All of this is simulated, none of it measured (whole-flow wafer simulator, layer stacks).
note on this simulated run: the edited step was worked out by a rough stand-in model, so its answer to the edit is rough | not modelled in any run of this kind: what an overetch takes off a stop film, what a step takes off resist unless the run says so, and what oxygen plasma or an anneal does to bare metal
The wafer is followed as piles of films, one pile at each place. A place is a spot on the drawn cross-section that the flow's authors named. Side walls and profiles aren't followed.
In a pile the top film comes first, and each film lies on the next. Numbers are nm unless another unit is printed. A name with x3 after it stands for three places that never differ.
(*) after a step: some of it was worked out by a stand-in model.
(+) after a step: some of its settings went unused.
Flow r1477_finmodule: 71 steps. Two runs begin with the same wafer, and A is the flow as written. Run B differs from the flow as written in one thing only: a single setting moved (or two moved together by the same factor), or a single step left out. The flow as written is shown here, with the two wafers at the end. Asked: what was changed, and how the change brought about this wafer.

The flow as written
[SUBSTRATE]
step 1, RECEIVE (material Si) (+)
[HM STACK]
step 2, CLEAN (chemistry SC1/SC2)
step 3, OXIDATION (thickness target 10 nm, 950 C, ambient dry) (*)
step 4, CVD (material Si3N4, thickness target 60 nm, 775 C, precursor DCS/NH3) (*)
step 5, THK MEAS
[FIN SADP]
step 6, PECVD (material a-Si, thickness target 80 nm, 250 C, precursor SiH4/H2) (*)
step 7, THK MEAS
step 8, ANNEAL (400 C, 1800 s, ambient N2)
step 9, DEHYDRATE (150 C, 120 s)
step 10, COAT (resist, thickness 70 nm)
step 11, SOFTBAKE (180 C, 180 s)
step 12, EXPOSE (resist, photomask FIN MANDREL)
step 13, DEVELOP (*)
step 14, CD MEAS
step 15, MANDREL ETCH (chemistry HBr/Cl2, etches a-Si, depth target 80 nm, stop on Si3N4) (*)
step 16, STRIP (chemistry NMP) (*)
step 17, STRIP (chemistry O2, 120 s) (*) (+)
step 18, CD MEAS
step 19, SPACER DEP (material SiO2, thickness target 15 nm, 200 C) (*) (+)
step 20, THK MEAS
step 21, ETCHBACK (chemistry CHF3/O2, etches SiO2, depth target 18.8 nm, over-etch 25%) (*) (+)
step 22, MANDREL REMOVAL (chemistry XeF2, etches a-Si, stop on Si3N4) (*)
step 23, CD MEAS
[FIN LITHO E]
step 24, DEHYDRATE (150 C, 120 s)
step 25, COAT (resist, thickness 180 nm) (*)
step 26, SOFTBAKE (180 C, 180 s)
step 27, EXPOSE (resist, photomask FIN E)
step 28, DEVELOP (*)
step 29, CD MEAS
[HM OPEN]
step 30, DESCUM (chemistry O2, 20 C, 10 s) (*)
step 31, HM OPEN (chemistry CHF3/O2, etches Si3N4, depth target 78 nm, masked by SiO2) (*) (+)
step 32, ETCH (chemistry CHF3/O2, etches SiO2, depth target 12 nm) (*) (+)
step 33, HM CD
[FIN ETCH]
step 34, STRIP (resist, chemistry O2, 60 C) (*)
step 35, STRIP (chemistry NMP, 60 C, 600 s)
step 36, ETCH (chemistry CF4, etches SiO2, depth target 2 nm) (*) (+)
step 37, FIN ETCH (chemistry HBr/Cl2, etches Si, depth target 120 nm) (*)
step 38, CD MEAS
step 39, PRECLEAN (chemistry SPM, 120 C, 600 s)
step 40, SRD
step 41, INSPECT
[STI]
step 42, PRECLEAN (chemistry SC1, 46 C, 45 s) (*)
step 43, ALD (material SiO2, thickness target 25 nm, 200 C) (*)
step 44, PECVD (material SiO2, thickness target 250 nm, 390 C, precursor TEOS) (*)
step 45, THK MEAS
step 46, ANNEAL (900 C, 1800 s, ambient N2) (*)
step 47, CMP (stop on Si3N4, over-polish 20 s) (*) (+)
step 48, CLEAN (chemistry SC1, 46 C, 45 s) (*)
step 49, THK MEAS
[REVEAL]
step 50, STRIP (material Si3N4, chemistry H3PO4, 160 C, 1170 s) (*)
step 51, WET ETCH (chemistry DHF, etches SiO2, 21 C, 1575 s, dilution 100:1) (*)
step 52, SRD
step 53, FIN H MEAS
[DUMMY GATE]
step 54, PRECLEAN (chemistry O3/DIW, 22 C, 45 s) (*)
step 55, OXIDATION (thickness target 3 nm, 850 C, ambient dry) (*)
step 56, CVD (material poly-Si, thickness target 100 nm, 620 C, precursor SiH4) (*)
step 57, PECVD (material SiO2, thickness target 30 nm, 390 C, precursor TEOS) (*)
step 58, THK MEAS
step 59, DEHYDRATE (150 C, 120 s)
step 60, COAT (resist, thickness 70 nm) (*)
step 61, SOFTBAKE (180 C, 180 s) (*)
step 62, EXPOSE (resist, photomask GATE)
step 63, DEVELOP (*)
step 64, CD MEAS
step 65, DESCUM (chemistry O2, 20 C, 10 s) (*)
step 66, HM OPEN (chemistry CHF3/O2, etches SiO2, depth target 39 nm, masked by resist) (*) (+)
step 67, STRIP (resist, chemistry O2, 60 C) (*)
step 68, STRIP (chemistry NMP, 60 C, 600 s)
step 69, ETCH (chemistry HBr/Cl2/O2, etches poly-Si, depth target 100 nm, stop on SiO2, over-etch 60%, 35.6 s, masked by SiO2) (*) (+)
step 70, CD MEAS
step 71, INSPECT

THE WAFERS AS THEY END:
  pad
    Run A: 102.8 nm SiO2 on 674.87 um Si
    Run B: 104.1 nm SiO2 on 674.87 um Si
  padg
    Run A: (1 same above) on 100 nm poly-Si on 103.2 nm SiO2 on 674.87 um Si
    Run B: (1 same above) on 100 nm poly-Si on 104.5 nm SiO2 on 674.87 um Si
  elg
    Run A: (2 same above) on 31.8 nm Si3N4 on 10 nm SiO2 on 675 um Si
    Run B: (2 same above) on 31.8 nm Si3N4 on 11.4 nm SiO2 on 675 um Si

The reason: step 3, OXIDATION: thickness target 11.4 nm was run, while the flow as written has thickness target 10 nm.
One can read it off the wafer: elg has SiO2 11.4, and step 3 as written asks for 10 nm.

The path from the change to this, step by step:
  step 3, OXIDATION (thickness target 10 nm, 950 C, ambient dry) (*)
      pad, padg, elg and 33 more: A +10 SiO2 (new film), -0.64 chemical SiO2 (all of it), -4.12 Si | B +11.4 SiO2 (new film), -0.64 chemical SiO2 (all of it), -4.73 Si
  step 31, HM OPEN (chemistry CHF3/O2, etches Si3N4, depth target 78 nm, masked by SiO2) (*) (+)
      pad, padg, esg and 13 more: A -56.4 Si3N4 (all of it), -10 SiO2 (all of it) | B -56.4 Si3N4 (all of it), -10.8 SiO2
  step 32, ETCH (chemistry CHF3/O2, etches SiO2, depth target 12 nm) (*) (+)
      pad, padg, e40sg and 11 more: A -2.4 Si | B -0.59 SiO2 (all of it), -2.28 Si
      esg, eso: A -1.77 Si | B -0.59 SiO2 (all of it), -2.28 Si
      (and at 6 other places as well)
  step 47, CMP (stop on Si3N4, over-polish 20 s) (*) (+)
      eso: A -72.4 SiO2 | B -70.5 SiO2
  step 51, WET ETCH (chemistry DHF, etches SiO2, 21 C, 1575 s, dilution 100:1) (*)
      s40sg_line, s45sg_line, s50sg_line, s40so_line, s45so_line, s50so_line: A -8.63 SiO2 (all of it) | B -10 SiO2 (all of it)
  step 67, STRIP (resist, chemistry O2, 60 C) (*)
      s40sg: A -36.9 resist (all of it) | B -35.6 resist (all of it)
      s45sg: A -36.9 resist (all of it) | B -35.5 resist (all of it)
      (and at 1 other place as well)
